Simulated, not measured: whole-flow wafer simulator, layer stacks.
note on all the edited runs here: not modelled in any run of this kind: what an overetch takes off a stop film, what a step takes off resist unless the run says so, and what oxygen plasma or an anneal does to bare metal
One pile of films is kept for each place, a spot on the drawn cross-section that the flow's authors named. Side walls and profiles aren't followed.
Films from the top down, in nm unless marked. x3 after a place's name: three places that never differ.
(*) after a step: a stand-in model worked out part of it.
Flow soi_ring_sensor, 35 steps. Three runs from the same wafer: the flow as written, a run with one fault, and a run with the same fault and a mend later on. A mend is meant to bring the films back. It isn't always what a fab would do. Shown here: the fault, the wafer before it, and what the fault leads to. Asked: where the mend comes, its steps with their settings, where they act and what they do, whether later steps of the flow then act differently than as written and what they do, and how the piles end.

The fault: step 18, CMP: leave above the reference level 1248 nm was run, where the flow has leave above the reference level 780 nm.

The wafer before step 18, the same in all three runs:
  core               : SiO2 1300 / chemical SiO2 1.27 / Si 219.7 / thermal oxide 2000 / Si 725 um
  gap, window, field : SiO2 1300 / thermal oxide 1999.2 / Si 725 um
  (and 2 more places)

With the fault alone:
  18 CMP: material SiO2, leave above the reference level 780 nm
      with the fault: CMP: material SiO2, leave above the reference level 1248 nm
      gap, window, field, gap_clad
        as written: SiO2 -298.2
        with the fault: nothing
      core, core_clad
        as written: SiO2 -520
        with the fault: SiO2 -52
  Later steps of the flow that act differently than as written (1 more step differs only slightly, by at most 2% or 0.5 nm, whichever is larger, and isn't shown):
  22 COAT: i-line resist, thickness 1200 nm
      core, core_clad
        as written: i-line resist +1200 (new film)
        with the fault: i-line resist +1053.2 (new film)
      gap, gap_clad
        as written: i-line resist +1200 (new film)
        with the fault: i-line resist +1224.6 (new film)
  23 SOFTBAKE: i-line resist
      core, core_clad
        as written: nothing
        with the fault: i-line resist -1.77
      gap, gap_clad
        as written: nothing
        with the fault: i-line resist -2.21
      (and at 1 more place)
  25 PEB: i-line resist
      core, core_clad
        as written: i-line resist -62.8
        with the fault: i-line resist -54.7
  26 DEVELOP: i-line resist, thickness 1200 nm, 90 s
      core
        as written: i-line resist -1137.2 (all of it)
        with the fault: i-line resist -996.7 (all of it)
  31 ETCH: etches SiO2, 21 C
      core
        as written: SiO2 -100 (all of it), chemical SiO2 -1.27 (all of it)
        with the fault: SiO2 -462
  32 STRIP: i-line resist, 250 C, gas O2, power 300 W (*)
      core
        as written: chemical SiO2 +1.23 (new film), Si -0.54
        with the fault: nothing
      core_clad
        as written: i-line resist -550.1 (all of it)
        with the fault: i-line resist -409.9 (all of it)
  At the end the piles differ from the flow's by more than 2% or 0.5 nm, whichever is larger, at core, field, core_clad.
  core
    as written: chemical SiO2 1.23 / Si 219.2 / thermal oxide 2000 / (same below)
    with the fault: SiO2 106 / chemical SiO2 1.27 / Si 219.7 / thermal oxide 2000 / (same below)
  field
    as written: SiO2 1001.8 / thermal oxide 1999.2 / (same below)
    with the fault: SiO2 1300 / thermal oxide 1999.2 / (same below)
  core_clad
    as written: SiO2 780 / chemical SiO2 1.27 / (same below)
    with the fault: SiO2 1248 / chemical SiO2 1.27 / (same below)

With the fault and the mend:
  The mend comes after step 19.
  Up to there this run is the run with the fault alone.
  19a CMP: material SiO2, leave above the reference level 780 nm (the flow's step 18 once more)
      gap, window, field, gap_clad
        SiO2 -298.2
      core, core_clad
        SiO2 -468
  No later step of the flow acts differently than as written at any place that is followed.
  At the end the piles are the same as the flow's at every place that both follow.
